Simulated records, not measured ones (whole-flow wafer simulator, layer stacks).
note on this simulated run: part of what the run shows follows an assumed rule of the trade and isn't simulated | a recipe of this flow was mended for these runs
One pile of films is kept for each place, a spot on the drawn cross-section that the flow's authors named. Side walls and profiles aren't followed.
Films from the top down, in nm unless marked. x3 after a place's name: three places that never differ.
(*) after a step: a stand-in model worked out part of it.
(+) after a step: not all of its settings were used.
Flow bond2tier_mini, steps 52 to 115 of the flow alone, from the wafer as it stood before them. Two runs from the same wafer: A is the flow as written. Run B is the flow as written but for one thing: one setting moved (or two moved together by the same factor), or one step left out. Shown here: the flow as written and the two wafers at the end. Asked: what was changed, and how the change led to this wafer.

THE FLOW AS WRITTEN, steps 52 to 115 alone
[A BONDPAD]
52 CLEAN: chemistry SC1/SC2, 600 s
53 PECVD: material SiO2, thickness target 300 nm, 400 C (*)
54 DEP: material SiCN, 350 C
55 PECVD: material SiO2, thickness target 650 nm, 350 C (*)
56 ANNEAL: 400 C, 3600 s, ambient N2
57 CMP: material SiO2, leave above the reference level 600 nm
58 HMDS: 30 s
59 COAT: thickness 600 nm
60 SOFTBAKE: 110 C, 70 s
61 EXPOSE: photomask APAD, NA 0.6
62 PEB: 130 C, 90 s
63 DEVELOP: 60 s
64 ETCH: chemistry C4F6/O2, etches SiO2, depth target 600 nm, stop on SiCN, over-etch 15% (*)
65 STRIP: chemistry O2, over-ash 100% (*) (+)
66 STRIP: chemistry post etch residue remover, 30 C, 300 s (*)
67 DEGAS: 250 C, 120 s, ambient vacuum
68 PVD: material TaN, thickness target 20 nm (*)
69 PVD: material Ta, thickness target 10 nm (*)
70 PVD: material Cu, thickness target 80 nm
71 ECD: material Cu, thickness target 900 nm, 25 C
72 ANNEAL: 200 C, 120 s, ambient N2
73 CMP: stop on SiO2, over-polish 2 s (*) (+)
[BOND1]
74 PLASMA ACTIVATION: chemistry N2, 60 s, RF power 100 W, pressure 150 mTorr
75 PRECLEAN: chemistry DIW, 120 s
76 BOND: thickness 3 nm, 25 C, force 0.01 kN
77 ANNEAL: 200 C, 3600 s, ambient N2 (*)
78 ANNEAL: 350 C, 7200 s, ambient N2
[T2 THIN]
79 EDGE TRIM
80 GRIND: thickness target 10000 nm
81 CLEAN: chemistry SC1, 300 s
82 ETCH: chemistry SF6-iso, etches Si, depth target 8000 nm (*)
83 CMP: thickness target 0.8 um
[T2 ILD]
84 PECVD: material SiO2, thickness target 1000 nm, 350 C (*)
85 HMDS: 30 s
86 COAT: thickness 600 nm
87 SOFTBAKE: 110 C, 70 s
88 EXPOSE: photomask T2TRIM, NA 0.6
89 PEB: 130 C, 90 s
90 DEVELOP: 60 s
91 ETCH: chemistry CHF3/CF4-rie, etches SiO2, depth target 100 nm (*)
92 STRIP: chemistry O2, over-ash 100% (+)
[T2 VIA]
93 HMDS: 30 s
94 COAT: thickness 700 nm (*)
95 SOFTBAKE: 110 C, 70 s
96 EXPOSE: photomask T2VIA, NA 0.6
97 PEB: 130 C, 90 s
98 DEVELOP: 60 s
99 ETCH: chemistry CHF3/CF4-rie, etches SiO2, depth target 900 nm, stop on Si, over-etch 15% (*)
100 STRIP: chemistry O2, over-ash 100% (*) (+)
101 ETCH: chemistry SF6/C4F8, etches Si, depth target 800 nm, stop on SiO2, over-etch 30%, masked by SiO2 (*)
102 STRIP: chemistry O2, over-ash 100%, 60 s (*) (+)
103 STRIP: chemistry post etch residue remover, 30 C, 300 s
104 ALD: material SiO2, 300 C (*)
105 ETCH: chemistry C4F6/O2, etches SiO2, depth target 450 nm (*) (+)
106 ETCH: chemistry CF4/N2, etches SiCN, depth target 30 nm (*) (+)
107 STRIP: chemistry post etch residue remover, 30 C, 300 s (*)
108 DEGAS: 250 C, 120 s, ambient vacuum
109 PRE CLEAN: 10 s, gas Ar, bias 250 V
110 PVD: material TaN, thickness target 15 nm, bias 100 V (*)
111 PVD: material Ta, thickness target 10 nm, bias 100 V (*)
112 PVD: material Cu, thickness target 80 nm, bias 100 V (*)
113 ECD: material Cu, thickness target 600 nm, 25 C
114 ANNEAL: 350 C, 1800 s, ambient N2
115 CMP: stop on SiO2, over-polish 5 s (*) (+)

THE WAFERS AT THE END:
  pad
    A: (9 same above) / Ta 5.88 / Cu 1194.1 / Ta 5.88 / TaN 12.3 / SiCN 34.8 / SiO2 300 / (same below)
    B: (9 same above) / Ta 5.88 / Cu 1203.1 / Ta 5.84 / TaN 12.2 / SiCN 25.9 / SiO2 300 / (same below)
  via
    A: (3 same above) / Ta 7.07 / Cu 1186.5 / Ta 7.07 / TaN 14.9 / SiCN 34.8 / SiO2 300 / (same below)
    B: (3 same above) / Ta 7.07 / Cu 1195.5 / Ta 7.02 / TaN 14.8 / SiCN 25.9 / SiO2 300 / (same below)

The cause: step 64, ETCH: over-etch 23.8% was run, where the flow has over-etch 15%.

How the change led to this, step by step:
  64 ETCH: chemistry C4F6/O2, etches SiO2, depth target 600 nm, stop on SiCN, over-etch 15% (*)
      pad, via: A SiO2 -600 (all of it), SiCN -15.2 | B SiO2 -600 (all of it), SiCN -24.1
      field: A thick-KrF-resist -115 | B thick-KrF-resist -123.8
